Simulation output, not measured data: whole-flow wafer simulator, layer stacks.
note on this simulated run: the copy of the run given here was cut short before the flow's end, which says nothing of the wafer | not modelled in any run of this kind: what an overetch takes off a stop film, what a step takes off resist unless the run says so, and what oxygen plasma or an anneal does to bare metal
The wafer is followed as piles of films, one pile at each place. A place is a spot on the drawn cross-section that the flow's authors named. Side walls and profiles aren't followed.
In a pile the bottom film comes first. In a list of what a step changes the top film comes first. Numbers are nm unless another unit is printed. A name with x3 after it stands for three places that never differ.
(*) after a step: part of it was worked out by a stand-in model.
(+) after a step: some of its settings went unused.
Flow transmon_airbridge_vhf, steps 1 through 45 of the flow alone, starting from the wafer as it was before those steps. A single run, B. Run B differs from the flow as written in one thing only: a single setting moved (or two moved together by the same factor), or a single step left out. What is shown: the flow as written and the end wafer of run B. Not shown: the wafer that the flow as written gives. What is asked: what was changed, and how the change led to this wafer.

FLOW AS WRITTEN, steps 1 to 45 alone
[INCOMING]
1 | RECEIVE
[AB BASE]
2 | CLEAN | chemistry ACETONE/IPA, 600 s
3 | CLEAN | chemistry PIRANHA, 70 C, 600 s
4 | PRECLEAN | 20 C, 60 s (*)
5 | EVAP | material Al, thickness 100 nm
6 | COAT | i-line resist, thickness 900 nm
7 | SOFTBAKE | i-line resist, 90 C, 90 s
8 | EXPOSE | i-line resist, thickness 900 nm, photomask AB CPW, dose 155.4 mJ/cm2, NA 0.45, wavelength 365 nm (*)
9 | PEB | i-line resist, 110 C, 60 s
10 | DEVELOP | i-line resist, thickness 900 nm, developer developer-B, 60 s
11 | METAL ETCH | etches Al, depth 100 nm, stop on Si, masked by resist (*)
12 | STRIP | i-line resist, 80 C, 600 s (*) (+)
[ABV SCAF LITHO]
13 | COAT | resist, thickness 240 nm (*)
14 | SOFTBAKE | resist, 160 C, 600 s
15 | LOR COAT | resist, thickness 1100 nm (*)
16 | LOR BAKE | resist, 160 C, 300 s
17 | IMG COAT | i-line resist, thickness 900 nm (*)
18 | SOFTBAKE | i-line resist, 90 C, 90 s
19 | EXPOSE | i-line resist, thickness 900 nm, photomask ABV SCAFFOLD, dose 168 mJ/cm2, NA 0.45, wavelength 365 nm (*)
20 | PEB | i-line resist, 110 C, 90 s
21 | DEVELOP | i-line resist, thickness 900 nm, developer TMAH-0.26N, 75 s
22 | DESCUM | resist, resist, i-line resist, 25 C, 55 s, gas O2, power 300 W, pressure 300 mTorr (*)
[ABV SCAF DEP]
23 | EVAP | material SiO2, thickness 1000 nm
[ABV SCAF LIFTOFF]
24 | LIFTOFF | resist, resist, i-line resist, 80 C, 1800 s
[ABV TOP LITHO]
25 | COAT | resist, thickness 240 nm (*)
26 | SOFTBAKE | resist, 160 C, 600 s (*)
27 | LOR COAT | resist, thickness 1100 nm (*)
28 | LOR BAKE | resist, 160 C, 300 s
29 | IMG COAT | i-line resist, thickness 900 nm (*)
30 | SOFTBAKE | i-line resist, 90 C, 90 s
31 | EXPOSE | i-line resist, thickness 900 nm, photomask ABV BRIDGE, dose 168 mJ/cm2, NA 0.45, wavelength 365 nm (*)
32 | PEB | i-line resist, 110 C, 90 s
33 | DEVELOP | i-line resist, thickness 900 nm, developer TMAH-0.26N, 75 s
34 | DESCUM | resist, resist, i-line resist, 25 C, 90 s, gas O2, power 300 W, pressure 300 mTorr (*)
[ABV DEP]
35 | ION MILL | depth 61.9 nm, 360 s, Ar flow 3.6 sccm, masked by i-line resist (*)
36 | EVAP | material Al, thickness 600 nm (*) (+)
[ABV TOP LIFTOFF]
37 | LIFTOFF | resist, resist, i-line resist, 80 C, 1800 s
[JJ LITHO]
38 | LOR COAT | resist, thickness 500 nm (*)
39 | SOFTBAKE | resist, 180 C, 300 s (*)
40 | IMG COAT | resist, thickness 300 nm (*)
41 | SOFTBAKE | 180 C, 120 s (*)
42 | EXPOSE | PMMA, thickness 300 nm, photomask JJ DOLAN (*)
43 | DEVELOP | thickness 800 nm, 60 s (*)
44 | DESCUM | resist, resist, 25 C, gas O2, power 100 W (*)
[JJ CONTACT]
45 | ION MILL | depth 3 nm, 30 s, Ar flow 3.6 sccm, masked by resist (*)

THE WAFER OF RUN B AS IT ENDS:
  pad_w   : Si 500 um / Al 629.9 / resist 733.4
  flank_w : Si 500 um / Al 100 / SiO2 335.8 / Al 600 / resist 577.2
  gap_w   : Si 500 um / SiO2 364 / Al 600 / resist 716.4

What caused this: step 23, EVAP: thickness 400 nm was run, whereas the flow has thickness 1000 nm.

Step by step, how the change led to this:
  23 | EVAP | material SiO2, thickness 1000 nm
      field x3, jj_line, ground_far and 10 more: SiO2 gains 400 (new film) (in the flow as written it would be: SiO2 gains 1000 (new film))
      flank_w, flank_e: SiO2 gains 371.7 (new film) (in the flow as written it would be: SiO2 gains 929.3 (new film))
  24 | LIFTOFF | resist, resist, i-line resist, 80 C, 1800 s
      field x3, jj_line, trace_open_s x2: SiO2 loses 400 (all of it), i-line resist loses 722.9 (all of it), resist loses 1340 (all of it) (in the flow as written it would be: SiO2 loses 1000 (all of it), i-line resist loses 722.9 (all of it), resist loses 1340 (all of it))
      pad_w, pad_e: SiO2 loses 400 (all of it), i-line resist loses 718 (all of it), resist loses 1330.2 (all of it) (in the flow as written it would be: SiO2 loses 1000 (all of it), i-line resist loses 718 (all of it), resist loses 1330.2 (all of it))
      (as well as at 1 more place)
  25 | COAT | resist, thickness 240 nm (*)
      flank_w, flank_e: resist gains 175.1 (new film) (in the flow as written it would be: resist gains 152.6 (new film))
      gap_w, gap_e: resist gains 235.7 (new film) (in the flow as written it would be: resist gains 210.7 (new film))
      (as well as at 7 more places)
  27 | LOR COAT | resist, thickness 1100 nm (*)
      gap_w, gap_e: resist gains 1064 (in the flow as written it would be: resist gains 977.8)
      margin_s, margin_n: resist gains 980.9 (in the flow as written it would be: resist gains 823.4)
      (as well as at 6 more places)
  29 | IMG COAT | i-line resist, thickness 900 nm (*)
      gap_w, gap_e: i-line resist gains 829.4 (new film) (in the flow as written it would be: i-line resist gains 681.7 (new film))
      margin_s, margin_n: i-line resist gains 790.2 (new film) (in the flow as written it would be: i-line resist gains 603.2 (new film))
      (as well as at 7 more places)
  30 | SOFTBAKE | i-line resist, 90 C, 90 s
      flank_w, flank_e: i-line resist loses 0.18 (in the flow as written it would be: i-line resist loses 0.73)
  32 | PEB | i-line resist, 110 C, 90 s
      pad_w, pad_e: i-line resist loses 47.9 (in the flow as written it would be: i-line resist loses 51)
      flank_w, flank_e: i-line resist loses 44.1 (in the flow as written it would be: i-line resist loses 38.3)
      (as well as at 7 more places)
  33 | DEVELOP | i-line resist, thickness 900 nm, developer TMAH-0.26N, 75 s
      gap_w, gap_e: i-line resist loses 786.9 (all of it), resist loses 1064 (in the flow as written it would be: i-line resist loses 646.9 (all of it), resist loses 977.8)
      pad_w: i-line resist loses 884.3 (all of it), resist loses 1152.6 (in the flow as written it would be: i-line resist loses 937.2 (all of it), resist loses 1247.8)
      (as well as at 5 more places)
  34 | DESCUM | resist, resist, i-line resist, 25 C, 90 s, gas O2, power 300 W, pressure 300 mTorr (*)
      flank_w, flank_e: resist loses 175.1 (all of it) (in the flow as written it would be: resist loses 152.6 (all of it))
      gap_w, gap_e: resist loses 235.7 (all of it) (in the flow as written it would be: resist loses 210.7 (all of it))
      (as well as at 4 more places)
  37 | LIFTOFF | resist, resist, i-line resist, 80 C, 1800 s
      margin_s, margin_n: Al loses 600 (all of it), i-line resist loses 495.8 (all of it), resist loses 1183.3 (all of it) (in the flow as written it would be: Al loses 600 (all of it), i-line resist loses 318.3 (all of it), resist loses 992 (all of it))
      ground_far: Al loses 600 (all of it), i-line resist loses 643.2 (all of it), resist loses 1360.8 (all of it) (in the flow as written it would be: Al loses 600 (all of it), i-line resist loses 717.9 (all of it), resist loses 1384.9 (all of it))
  38 | LOR COAT | resist, thickness 500 nm (*)
      pad_w, pad_e: resist gains 481.3 (new film) (in the flow as written it would be: resist gains 517 (new film))
      flank_w, flank_e: resist gains 377.9 (new film) (in the flow as written it would be: resist gains 306.5 (new film))
      (as well as at 6 more places)
  40 | IMG COAT | resist, thickness 300 nm (*)
      pad_w, pad_e: resist gains 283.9 (in the flow as written it would be: resist gains 300.1)
      flank_w, flank_e: resist gains 231.1 (in the flow as written it would be: resist gains 212.1)
      (as well as at 6 more places)
